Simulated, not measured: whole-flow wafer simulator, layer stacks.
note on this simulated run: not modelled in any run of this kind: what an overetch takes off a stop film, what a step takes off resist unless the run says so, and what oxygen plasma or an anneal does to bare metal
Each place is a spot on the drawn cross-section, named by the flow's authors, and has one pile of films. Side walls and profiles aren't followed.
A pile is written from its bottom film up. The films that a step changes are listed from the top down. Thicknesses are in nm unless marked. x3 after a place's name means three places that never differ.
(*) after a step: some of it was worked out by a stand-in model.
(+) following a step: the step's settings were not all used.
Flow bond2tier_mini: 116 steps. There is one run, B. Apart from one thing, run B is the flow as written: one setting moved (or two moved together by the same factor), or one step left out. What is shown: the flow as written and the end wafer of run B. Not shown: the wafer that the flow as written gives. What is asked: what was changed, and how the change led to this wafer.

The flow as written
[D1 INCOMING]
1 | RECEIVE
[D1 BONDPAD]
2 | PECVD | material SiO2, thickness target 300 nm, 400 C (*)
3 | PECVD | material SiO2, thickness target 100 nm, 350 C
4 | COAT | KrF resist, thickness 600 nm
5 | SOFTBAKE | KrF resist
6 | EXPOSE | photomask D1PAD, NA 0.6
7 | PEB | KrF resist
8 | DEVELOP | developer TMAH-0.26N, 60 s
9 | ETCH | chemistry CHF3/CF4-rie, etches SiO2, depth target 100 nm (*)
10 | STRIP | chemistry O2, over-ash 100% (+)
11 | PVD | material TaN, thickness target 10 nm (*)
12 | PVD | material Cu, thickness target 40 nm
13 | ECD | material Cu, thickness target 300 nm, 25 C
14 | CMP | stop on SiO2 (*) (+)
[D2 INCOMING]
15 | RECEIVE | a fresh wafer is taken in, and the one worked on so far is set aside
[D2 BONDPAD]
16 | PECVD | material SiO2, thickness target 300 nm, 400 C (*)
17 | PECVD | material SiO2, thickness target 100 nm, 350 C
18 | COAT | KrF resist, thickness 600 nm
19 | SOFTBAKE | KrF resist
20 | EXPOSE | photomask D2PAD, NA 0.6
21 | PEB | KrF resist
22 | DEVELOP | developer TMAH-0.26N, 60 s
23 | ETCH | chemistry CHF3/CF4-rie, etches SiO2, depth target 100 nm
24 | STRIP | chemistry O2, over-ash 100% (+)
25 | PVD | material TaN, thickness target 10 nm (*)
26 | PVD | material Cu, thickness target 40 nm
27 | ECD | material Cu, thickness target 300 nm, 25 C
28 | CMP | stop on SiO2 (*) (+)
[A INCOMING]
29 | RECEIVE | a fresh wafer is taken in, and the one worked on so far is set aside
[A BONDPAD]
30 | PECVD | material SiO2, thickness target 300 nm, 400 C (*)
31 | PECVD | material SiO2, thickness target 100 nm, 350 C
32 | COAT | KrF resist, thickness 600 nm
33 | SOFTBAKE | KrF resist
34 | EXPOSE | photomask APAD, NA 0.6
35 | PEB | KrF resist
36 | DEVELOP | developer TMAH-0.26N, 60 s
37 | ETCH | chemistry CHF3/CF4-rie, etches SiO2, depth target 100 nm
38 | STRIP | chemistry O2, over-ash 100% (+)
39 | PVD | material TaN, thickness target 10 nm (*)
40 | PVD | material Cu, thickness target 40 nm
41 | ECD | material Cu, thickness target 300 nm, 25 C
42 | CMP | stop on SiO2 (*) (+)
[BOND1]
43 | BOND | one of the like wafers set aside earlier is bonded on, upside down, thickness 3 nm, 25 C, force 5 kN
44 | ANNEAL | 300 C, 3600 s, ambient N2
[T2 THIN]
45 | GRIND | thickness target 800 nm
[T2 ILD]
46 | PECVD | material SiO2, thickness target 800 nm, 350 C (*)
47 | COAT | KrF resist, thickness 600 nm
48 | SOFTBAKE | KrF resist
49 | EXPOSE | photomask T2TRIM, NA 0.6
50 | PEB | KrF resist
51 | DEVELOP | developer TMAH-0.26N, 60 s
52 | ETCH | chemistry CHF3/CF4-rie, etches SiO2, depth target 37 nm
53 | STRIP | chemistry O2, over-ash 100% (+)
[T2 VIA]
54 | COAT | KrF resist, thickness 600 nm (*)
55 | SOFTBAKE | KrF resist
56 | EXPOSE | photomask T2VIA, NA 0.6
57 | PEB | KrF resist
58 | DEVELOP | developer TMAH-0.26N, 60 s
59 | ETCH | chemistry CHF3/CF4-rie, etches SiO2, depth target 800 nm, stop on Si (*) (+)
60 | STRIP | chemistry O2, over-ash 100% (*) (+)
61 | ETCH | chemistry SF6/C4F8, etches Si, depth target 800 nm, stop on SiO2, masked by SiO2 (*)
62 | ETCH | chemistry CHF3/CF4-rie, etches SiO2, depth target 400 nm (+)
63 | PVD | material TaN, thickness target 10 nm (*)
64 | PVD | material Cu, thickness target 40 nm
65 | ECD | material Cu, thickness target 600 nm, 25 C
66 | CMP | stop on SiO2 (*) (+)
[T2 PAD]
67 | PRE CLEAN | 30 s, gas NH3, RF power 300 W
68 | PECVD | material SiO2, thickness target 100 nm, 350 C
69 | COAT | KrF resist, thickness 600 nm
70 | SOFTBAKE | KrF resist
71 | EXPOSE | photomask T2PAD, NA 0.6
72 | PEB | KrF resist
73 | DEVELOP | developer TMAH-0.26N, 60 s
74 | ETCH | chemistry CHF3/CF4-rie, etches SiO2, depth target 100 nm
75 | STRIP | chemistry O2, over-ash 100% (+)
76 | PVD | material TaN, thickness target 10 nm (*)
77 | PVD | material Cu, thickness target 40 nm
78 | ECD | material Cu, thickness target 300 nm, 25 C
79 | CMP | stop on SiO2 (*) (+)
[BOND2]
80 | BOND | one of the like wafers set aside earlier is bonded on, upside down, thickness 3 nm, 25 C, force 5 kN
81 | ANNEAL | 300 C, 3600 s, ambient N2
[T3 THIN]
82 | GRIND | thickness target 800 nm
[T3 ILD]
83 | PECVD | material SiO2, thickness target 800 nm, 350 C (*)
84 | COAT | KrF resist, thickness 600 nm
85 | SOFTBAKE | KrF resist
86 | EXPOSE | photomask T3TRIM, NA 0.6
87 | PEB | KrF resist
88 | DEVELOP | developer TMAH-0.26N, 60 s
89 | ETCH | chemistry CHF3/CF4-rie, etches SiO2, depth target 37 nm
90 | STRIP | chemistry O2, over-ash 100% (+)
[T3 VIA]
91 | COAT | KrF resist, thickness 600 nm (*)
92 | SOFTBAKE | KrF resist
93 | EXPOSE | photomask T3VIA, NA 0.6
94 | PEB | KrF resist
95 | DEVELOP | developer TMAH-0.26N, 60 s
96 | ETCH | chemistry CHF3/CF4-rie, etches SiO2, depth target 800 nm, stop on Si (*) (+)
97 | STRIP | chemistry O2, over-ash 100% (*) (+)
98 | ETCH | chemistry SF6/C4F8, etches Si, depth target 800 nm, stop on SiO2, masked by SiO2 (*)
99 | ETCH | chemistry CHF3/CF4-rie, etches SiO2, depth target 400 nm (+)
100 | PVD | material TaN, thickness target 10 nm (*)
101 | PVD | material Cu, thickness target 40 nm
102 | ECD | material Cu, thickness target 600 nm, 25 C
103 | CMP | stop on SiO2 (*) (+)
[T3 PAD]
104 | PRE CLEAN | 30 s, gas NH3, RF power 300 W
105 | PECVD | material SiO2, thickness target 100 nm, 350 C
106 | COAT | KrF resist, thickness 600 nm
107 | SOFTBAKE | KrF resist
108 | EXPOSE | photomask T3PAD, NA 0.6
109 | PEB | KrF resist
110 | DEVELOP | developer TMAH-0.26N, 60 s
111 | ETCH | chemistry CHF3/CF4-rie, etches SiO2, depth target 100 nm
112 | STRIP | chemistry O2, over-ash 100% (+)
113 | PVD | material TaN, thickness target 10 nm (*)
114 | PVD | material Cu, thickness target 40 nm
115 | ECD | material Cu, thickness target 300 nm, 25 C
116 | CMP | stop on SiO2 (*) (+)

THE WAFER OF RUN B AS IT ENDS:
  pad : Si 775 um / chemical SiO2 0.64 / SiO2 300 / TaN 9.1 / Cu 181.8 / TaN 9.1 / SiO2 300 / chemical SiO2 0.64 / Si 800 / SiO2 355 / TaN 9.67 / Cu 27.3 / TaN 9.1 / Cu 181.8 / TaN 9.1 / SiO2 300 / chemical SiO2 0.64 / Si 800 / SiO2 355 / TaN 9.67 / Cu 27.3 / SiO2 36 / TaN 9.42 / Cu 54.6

The reason: step 111, ETCH: depth target 64 nm was run, though the flow has depth target 100 nm.

The path from the change to this, step by step:
  111 | ETCH | chemistry CHF3/CF4-rie, etches SiO2, depth target 100 nm
      pad: -64 SiO2 (as written it would have been: -100 SiO2 (all of it))
      field: -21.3 KrF resist (as written it would have been: -33.3 KrF resist)
  112 | STRIP | chemistry O2, over-ash 100% (+)
      field: -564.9 KrF resist (all of it) (as written it would have been: -552.9 KrF resist (all of it))
  114 | PVD | material Cu, thickness target 40 nm
      pad: +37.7 Cu (new film) (as written it would have been: +36.4 Cu (new film))
  115 | ECD | material Cu, thickness target 300 nm, 25 C
      pad: +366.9 Cu (as written it would have been: +404.5 Cu)
With metal films that touch counted as one body, pad has 4 bodies (between them, from the top down: SiO2 36; SiO2 355 / Si 800 / chemical SiO2 0.64 / SiO2 300; SiO2 355 / Si 800 / chemical SiO2 0.64 / SiO2 300); the flow as written gives 3 bodies (between them, from the top down: SiO2 355 / Si 800 / chemical SiO2 0.64 / SiO2 300; SiO2 355 / Si 800 / chemical SiO2 0.64 / SiO2 300).
